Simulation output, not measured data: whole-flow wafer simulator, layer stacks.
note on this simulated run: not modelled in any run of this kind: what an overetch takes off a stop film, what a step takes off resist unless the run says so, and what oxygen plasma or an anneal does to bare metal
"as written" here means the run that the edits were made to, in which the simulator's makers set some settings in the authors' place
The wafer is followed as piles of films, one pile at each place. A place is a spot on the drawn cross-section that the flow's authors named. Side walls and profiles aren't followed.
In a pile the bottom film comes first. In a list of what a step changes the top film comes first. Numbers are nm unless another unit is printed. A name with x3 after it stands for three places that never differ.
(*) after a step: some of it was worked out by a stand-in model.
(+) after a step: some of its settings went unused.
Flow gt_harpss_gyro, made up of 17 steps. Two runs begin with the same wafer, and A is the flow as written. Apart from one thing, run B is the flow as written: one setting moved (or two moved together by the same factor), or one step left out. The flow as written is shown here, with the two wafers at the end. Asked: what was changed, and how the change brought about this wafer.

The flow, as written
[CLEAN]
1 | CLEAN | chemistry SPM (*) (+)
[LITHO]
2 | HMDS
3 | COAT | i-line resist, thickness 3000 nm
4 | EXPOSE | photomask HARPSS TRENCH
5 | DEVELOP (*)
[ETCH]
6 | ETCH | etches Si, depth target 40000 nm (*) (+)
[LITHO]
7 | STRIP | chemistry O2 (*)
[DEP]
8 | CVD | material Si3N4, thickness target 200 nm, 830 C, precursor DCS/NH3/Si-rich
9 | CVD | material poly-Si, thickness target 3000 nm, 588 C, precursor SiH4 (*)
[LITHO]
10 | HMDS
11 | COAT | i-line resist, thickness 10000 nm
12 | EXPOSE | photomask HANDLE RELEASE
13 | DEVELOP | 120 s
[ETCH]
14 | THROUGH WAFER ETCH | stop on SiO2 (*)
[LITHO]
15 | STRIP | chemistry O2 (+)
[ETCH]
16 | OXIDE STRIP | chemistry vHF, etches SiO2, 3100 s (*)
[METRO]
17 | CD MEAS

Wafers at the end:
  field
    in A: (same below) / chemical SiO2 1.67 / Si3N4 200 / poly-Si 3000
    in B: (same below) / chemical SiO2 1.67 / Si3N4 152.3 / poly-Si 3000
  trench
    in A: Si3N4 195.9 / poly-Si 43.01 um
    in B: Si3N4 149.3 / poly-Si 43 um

The reason: step 8, CVD: thickness target 152.3 nm was run, whereas the flow has thickness target 200 nm.
The wafer lets one read it off: field has Si3N4 152.3, and step 8 as written asks for 200 nm.

How this came from the change, step by step:
  8 | CVD | material Si3N4, thickness target 200 nm, 830 C, precursor DCS/NH3/Si-rich
      field: A Si3N4 gains 200 (new film) | B Si3N4 gains 152.3 (new film)
      trench: A Si3N4 gains 195.9 (new film) | B Si3N4 gains 149.3 (new film)
  9 | CVD | material poly-Si, thickness target 3000 nm, 588 C, precursor SiH4 (*)
      trench: A poly-Si gains 43.01 um (new film) | B poly-Si gains 43 um (new film)
